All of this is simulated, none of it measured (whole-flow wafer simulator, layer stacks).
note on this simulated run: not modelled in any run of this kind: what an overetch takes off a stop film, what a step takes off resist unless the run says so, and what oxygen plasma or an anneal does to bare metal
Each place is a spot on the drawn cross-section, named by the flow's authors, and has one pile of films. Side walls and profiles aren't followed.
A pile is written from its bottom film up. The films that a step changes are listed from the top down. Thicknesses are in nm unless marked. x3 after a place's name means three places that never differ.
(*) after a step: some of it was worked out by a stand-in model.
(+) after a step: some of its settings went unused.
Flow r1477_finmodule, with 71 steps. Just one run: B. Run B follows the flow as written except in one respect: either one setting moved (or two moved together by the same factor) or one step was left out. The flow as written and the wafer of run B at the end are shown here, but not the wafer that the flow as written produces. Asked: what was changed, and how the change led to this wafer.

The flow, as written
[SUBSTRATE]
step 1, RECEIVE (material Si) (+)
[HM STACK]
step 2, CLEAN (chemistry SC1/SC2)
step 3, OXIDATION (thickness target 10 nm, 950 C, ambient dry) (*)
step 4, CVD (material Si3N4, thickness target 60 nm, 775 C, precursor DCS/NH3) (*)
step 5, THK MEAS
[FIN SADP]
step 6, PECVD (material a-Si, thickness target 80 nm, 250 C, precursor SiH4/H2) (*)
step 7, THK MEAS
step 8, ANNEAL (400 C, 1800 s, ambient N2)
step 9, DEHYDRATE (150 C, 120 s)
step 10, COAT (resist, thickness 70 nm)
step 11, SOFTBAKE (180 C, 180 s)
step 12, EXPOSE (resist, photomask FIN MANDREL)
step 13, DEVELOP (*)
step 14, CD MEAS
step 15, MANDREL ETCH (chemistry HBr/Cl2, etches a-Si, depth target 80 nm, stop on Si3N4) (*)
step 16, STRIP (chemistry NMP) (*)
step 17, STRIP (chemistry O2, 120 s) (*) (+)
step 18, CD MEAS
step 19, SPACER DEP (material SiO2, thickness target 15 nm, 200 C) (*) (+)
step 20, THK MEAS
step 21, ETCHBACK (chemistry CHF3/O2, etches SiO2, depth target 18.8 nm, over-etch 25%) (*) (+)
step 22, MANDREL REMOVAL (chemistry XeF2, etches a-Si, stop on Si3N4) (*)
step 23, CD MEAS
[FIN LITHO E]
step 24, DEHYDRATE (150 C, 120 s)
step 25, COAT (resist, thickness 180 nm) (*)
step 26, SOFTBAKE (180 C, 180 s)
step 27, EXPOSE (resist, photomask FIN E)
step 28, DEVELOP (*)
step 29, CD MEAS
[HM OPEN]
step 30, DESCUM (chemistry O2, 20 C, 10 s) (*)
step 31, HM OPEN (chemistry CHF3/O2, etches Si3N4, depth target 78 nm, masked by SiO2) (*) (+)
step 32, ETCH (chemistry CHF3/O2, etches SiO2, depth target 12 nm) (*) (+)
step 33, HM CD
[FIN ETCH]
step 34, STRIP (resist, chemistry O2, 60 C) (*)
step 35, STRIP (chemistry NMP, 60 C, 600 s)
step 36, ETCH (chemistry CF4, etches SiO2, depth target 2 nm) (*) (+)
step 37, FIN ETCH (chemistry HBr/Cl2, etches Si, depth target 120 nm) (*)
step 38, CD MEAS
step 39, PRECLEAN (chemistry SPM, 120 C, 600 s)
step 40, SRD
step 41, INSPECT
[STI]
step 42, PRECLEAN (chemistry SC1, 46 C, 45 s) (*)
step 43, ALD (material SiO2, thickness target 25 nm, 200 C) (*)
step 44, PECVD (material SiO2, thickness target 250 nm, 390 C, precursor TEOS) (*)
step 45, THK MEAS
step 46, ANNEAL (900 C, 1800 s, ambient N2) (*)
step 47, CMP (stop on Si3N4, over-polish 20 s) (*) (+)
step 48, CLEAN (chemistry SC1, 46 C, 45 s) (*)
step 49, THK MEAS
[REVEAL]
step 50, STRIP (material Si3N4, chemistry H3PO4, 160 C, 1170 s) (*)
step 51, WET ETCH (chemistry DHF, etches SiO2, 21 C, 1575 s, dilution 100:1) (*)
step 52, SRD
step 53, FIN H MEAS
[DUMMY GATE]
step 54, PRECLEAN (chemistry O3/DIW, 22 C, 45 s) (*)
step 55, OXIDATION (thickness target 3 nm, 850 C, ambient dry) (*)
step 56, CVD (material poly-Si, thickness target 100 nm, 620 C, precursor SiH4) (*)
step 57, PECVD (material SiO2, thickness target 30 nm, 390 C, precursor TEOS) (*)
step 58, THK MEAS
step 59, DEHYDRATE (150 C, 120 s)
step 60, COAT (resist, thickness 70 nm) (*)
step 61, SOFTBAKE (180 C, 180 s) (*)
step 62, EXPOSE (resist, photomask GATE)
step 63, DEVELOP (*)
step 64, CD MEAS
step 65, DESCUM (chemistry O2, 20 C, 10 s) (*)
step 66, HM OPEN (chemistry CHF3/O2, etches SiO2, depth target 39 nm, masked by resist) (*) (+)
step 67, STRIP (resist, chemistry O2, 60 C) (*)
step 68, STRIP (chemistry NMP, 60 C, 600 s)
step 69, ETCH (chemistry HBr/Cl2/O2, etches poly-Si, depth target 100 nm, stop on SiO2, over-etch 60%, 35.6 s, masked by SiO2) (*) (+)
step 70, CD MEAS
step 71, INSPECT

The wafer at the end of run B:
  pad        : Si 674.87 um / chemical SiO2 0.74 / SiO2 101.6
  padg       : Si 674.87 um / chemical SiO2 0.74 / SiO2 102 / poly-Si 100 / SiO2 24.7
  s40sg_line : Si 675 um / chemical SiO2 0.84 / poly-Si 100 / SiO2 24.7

Cause: step 55, OXIDATION: thickness target 3 nm, 850 C, ambient dry (*), was skipped.

Step by step, how the change led to this:
  step 67, STRIP (resist, chemistry O2, 60 C) (*)
      s40sg: -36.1 resist (all of it) (as written it would have been: -36.9 resist (all of it))
      s45sg: -36 resist (all of it) (as written it would have been: -36.9 resist (all of it))
      (and at 1 other place as well)
  step 69, ETCH (chemistry HBr/Cl2/O2, etches poly-Si, depth target 100 nm, stop on SiO2, over-etch 60%, 35.6 s, masked by SiO2) (*) (+)
      s40so_line, s45so_line, s50so_line: -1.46 chemical SiO2 (all of it), -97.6 poly-Si (all of it), -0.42 chemical SiO2 (as written it would have been: -1.46 chemical SiO2 (all of it), -97.6 poly-Si (all of it), -0.42 SiO2)
